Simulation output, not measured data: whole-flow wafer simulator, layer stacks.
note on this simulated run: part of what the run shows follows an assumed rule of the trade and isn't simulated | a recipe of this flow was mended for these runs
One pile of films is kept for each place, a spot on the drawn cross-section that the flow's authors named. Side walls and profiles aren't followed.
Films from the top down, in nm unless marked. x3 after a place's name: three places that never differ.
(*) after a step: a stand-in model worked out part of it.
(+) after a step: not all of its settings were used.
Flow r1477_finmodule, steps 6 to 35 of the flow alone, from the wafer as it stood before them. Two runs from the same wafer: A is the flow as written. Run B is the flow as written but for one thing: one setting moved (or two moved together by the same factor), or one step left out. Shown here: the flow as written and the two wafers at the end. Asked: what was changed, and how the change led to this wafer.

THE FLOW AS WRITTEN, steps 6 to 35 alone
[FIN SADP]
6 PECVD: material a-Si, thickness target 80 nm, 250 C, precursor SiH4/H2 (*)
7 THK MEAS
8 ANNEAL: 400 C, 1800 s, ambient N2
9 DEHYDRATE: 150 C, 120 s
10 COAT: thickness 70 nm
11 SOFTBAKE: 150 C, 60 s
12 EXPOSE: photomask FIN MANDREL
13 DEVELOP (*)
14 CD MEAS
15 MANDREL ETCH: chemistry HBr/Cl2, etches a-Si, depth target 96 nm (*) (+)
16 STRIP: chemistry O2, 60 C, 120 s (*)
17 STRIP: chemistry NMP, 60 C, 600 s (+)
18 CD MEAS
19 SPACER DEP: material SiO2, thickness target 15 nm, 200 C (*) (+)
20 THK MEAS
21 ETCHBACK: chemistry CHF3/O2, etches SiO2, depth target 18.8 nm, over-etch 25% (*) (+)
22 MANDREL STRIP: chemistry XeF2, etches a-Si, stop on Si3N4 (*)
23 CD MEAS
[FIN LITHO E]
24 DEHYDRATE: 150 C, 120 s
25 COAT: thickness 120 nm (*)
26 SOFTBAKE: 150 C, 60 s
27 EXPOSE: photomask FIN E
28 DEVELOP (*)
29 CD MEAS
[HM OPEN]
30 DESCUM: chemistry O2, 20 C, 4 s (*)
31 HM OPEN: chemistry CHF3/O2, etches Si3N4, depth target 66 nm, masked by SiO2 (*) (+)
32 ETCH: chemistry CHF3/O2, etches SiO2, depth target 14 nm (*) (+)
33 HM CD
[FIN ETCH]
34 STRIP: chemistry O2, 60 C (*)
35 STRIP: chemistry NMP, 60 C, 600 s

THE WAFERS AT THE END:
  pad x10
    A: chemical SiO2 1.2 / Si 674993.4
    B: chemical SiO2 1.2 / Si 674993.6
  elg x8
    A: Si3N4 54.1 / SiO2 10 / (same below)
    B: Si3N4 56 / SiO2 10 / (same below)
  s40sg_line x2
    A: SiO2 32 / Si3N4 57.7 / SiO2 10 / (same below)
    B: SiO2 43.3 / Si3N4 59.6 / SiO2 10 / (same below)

The cause: step 6, PECVD: thickness target 93.2 nm was run, where the flow has thickness target 80 nm.

How the change led to this, step by step:
  6 PECVD: material a-Si, thickness target 80 nm, 250 C, precursor SiH4/H2 (*)
      pad x10, elg x8, s40cg x2 and 16 more: A a-Si +80 (new film) | B a-Si +93.2 (new film)
  15 MANDREL ETCH: chemistry HBr/Cl2, etches a-Si, depth target 96 nm (*) (+)
      pad x10, elg x8, s40sg x2, s40sg_line x2, s45sg x2, s45sg_line x2, s50sg x2, s50sg_line x2: A a-Si -80 (all of it), Si3N4 -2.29 | B a-Si -93.2 (all of it), Si3N4 -0.4
  22 MANDREL STRIP: chemistry XeF2, etches a-Si, stop on Si3N4 (*)
      s40cg x2, s45cg x2, s50cg x2: A a-Si -79 (all of it) | B a-Si -92.2 (all of it)
  25 COAT: thickness 120 nm (*)
      s40cg x2: A e-beam-resist +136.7 (new film) | B e-beam-resist +140.8 (new film)
      s40sg_line x2: A e-beam-resist +60 (new film) | B e-beam-resist +50.9 (new film)
      (and at 8 more places)
  28 DEVELOP (*)
      s40cg x2: A e-beam-resist -136.7 (all of it) | B e-beam-resist -140.8 (all of it)
      s40sg_line x2: A e-beam-resist -60 (all of it) | B e-beam-resist -50.9 (all of it)
      (and at 8 more places)
  31 HM OPEN: chemistry CHF3/O2, etches Si3N4, depth target 66 nm, masked by SiO2 (*) (+)
      pad x10, s40sg x2, s45sg x2, s50sg x2: A Si3N4 -54.1 (all of it), SiO2 -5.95 | B Si3N4 -56 (all of it), SiO2 -5.01
  32 ETCH: chemistry CHF3/O2, etches SiO2, depth target 14 nm (*) (+)
      pad x10, s40sg x2, s45sg x2, s50sg x2: A SiO2 -4.05 (all of it), Si -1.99 | B SiO2 -4.99 (all of it), Si -1.8
